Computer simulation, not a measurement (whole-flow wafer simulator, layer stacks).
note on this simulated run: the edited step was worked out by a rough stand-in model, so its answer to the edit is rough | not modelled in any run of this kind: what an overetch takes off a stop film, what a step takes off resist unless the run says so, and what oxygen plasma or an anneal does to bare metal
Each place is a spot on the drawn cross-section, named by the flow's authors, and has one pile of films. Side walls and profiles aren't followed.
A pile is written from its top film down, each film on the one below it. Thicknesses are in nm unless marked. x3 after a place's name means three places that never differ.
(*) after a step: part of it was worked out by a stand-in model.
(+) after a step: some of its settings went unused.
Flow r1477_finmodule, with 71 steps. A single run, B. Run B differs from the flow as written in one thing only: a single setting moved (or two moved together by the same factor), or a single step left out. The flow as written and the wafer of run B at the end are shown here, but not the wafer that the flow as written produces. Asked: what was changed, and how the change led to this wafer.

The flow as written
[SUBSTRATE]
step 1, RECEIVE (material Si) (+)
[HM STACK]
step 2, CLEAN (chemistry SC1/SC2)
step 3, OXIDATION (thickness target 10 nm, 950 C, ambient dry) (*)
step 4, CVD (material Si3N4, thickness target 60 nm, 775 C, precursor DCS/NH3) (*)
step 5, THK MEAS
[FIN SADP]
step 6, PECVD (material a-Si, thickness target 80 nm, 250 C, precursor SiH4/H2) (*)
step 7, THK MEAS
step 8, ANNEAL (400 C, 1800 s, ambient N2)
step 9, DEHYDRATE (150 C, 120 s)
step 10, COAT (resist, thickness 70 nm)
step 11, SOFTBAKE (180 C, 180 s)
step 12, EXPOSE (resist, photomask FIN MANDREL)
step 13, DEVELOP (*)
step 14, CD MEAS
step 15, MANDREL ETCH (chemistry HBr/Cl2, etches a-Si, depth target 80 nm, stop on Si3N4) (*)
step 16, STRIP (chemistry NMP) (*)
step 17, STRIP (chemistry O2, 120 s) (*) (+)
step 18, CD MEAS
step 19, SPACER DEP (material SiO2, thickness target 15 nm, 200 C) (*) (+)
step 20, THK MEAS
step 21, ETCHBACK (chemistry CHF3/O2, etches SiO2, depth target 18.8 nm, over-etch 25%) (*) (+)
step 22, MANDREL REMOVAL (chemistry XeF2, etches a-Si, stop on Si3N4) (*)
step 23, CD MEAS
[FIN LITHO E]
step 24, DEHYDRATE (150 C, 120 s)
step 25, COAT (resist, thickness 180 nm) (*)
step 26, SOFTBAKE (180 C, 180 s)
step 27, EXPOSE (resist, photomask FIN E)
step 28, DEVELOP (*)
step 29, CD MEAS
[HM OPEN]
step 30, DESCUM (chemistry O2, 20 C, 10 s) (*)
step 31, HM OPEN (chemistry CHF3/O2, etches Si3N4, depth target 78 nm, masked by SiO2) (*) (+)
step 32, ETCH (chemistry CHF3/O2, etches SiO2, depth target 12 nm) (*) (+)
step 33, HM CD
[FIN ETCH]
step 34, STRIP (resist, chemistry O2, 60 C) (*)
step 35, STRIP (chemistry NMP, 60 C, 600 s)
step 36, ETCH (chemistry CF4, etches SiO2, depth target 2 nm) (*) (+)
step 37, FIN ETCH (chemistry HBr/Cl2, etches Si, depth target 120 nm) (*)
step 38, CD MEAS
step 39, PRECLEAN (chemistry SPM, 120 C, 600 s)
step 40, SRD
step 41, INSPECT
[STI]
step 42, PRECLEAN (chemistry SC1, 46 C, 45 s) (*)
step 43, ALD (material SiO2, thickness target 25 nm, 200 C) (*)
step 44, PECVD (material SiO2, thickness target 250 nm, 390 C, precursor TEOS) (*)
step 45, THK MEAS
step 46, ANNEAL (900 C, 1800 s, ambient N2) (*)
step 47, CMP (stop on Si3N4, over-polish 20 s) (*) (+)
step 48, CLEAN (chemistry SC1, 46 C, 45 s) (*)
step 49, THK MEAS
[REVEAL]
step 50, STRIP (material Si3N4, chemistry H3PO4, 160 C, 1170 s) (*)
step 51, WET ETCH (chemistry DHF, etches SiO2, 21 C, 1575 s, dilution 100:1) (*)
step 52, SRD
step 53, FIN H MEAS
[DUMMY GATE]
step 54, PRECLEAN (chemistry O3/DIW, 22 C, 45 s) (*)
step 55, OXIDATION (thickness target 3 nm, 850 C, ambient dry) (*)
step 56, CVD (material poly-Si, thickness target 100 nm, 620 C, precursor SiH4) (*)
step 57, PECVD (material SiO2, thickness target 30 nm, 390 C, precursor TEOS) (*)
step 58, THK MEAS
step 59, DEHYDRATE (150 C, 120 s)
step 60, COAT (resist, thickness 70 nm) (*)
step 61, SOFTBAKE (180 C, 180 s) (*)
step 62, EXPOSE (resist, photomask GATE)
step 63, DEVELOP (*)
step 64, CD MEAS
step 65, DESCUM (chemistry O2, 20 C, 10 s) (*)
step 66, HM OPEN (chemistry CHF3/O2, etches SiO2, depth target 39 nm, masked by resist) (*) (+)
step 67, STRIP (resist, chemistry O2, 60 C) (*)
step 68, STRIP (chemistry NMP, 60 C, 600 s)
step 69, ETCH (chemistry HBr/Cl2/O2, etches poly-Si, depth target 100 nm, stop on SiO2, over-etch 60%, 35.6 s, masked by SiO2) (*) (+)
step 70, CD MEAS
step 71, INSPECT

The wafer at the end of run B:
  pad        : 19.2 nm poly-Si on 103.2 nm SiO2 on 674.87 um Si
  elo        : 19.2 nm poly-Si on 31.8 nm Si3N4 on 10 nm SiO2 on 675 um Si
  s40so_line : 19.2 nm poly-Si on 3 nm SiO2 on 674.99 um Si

The reason: step 69, ETCH: depth target 49 nm was run, while the flow as written has depth target 100 nm; step 69, ETCH: 17.4 s was run, where the flow has 35.6 s.

Step by step, how the change led to this:
  step 69, ETCH (chemistry HBr/Cl2/O2, etches poly-Si, depth target 100 nm, stop on SiO2, over-etch 60%, 35.6 s, masked by SiO2) (*) (+)
      pad, eso, e40so and 8 more: chemical SiO2 loses 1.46 (all of it), poly-Si loses 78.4 (as written it would have been: chemical SiO2 loses 1.46 (all of it), poly-Si loses 97.6 (all of it), SiO2 loses 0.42)
      elo, e40lo, e100lo, e200lo: chemical SiO2 loses 1.46 (all of it), poly-Si loses 78.4 (as written it would have been: chemical SiO2 loses 1.46 (all of it), poly-Si loses 97.6 (all of it), Si3N4 loses 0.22)
      (as well as at 21 more places)
